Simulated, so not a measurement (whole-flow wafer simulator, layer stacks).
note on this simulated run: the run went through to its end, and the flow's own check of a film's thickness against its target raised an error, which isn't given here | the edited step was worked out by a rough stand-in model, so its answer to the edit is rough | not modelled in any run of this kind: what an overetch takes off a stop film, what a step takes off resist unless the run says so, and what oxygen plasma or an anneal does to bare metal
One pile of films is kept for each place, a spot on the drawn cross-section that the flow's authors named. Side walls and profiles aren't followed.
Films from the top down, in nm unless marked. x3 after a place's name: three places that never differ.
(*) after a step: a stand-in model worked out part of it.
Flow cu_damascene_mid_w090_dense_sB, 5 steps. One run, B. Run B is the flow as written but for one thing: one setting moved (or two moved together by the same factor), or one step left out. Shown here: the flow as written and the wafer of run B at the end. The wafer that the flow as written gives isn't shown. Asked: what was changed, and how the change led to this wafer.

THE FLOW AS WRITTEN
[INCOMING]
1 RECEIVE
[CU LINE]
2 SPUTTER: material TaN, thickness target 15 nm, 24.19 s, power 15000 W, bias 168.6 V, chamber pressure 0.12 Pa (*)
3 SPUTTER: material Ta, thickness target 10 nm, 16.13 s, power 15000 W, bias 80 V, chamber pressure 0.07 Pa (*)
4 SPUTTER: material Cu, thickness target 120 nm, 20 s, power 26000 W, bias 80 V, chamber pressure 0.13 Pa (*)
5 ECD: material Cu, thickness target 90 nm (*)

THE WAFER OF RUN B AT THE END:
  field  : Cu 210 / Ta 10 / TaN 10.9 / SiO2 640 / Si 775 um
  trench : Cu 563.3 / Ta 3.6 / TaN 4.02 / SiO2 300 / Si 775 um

The cause: step 2, SPUTTER: power 10940 W was run, where the flow has power 15000 W.

How the change led to this, step by step:
  2 SPUTTER: material TaN, thickness target 15 nm, 24.19 s, power 15000 W, bias 168.6 V, chamber pressure 0.12 Pa (*)
      field: TaN +10.9 (new film) (as written it would be: TaN +15 (new film))
      trench: TaN +4.02 (new film) (as written it would be: TaN +5.51 (new film))
